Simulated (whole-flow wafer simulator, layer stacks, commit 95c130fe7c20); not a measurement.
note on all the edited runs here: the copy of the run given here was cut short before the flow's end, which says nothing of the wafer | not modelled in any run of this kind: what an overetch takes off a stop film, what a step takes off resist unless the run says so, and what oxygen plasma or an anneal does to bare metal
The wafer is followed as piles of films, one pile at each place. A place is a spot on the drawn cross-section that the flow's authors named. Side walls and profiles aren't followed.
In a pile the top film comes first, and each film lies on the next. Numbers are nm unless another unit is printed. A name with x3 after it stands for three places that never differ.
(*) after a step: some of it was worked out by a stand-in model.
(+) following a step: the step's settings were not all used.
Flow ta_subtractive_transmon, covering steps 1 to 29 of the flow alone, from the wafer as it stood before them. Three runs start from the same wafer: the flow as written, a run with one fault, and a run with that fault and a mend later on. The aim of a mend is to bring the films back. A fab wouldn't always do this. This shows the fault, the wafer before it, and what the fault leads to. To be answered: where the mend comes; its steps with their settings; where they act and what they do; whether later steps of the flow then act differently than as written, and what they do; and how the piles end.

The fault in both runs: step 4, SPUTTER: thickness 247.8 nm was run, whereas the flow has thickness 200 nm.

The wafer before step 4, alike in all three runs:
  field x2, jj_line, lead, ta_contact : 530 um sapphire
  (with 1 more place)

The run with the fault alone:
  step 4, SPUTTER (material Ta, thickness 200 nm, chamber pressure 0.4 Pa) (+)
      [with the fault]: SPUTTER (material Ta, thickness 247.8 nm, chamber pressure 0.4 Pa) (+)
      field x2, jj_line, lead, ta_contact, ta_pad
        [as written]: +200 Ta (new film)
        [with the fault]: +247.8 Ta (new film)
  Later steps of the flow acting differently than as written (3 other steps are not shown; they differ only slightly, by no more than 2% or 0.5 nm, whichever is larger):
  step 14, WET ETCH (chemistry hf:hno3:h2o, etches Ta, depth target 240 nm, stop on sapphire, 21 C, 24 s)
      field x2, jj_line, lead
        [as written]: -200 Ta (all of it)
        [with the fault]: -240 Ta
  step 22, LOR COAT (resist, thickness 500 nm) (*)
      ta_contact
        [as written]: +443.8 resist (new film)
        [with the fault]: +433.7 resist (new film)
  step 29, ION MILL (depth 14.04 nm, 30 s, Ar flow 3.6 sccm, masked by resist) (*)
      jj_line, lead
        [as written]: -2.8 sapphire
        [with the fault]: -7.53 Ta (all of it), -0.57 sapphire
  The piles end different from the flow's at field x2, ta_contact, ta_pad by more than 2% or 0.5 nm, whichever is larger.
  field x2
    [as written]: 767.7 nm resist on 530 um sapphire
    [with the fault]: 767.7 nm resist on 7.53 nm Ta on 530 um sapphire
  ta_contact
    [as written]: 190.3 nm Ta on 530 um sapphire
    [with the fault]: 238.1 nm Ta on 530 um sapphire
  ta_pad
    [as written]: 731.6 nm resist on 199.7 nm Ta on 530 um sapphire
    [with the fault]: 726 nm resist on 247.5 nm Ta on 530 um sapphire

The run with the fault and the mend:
  The mend stands after step 5.
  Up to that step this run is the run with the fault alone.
  step 5a, WET ETCH (chemistry hf:hno3:h2o, etches Ta, depth target 284.9 nm, stop on sapphire, 21 C, 28.49 s)
      field x2, jj_line, lead, ta_contact, ta_pad
        -247.8 Ta (all of it)
  step 5b, SPUTTER (material Ta, thickness 200 nm, chamber pressure 0.4 Pa) (+) (a further turn of the flow's step 4)
      field x2, jj_line, lead, ta_contact, ta_pad
        +200 Ta (new film)
  None of the later steps of the flow acts differently than as written at any place that is followed.
  By the end, the piles equal the flow's at every place that both follow.
